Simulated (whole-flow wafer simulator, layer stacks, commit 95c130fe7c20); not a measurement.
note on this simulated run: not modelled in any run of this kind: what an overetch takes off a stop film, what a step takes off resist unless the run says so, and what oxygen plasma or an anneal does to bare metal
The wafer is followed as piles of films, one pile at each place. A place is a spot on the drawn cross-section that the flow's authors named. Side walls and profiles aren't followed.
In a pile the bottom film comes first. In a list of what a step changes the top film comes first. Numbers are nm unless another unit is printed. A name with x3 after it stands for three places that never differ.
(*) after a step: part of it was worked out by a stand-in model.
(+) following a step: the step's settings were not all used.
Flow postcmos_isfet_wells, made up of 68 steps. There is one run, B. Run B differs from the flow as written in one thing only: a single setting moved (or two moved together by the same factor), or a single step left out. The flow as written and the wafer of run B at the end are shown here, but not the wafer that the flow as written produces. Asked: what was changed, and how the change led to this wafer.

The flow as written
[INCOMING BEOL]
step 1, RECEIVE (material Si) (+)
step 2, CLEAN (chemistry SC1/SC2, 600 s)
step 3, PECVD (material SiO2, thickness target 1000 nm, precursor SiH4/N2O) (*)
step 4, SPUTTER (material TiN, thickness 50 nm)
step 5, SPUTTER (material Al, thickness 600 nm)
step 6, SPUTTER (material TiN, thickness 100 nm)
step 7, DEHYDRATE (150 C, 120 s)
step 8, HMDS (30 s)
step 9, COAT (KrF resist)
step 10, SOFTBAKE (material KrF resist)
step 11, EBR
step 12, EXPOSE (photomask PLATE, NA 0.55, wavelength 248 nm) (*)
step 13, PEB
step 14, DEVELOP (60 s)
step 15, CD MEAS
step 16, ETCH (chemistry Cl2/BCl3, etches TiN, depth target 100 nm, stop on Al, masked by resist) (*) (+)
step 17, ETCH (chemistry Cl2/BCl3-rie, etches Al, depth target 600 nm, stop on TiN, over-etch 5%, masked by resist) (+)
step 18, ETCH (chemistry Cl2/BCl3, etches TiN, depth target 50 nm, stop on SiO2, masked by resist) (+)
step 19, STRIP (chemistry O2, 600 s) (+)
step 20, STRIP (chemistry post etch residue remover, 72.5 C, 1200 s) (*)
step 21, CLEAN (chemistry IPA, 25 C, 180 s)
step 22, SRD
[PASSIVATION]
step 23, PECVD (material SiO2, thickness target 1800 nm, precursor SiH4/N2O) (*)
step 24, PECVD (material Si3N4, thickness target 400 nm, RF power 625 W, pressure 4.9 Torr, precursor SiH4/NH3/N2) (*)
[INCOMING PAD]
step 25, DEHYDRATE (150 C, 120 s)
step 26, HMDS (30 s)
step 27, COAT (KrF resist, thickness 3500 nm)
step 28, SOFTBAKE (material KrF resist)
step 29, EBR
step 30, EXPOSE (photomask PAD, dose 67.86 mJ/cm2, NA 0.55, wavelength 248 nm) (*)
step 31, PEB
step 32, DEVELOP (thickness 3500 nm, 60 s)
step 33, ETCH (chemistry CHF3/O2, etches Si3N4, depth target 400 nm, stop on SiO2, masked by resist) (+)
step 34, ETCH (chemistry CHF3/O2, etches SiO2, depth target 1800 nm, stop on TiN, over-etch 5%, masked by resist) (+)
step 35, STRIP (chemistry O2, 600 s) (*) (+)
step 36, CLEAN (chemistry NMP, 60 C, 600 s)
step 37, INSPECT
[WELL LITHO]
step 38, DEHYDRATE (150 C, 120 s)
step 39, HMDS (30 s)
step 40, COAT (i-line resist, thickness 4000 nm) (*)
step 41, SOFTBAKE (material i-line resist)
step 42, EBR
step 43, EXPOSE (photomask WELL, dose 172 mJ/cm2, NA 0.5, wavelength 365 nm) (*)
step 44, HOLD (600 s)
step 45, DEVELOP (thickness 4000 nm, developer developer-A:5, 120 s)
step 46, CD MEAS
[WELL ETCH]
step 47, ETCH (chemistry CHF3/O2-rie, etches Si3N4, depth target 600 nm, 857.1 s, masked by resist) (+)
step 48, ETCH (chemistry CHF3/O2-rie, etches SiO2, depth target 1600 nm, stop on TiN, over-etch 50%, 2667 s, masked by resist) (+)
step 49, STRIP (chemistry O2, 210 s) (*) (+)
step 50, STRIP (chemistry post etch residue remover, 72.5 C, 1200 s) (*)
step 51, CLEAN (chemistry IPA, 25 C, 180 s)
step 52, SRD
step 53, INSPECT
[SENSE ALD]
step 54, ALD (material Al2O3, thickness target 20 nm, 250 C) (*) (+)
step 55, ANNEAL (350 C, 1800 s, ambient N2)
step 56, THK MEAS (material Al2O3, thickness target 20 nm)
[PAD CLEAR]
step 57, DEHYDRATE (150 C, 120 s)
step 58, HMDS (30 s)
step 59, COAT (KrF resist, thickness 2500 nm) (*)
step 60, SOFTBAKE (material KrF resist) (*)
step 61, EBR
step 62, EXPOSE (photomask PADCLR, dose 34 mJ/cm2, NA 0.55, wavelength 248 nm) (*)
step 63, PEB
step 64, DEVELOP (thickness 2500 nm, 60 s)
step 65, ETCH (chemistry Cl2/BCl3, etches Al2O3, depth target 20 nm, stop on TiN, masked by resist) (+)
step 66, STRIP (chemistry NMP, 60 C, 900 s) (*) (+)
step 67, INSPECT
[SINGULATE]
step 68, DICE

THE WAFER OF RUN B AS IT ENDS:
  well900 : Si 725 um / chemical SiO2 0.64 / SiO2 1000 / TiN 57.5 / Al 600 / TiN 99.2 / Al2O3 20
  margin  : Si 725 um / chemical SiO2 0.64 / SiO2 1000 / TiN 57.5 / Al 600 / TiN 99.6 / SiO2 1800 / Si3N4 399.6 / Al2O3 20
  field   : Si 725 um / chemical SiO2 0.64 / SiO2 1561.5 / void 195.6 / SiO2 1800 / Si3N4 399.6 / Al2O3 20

The reason: step 4, SPUTTER: thickness 57.5 nm was run, whereas the flow has thickness 50 nm; step 18, ETCH: depth target 57.5 nm was run, where the flow has depth target 50 nm.
The wafer lets one read it off: well900 has TiN 57.5, and step 4 as written asks for 50 nm.

How this came from the change, step by step:
  step 4, SPUTTER (material TiN, thickness 50 nm)
      field, margin, well900 and 6 more: TiN gains 57.5 (new film) (it would be, as written: TiN gains 50 (new film))
  step 18, ETCH (chemistry Cl2/BCl3, etches TiN, depth target 50 nm, stop on SiO2, masked by resist) (+)
      margin, well900, well1300, well2000, well3000, pad_rim, pad_clr, pad_open: KrF resist loses 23 (it would be, as written: KrF resist loses 20)
      field: TiN loses 57.5 (all of it) (it would be, as written: TiN loses 50 (all of it))
  step 23, PECVD (material SiO2, thickness target 1800 nm, precursor SiH4/N2O) (*)
      field: SiO2 gains 1800 (new film), void gains 195.6 (new film), SiO2 gains 561.5 (it would be, as written: SiO2 gains 1800 (new film), void gains 189.9 (new film), SiO2 gains 559.7)
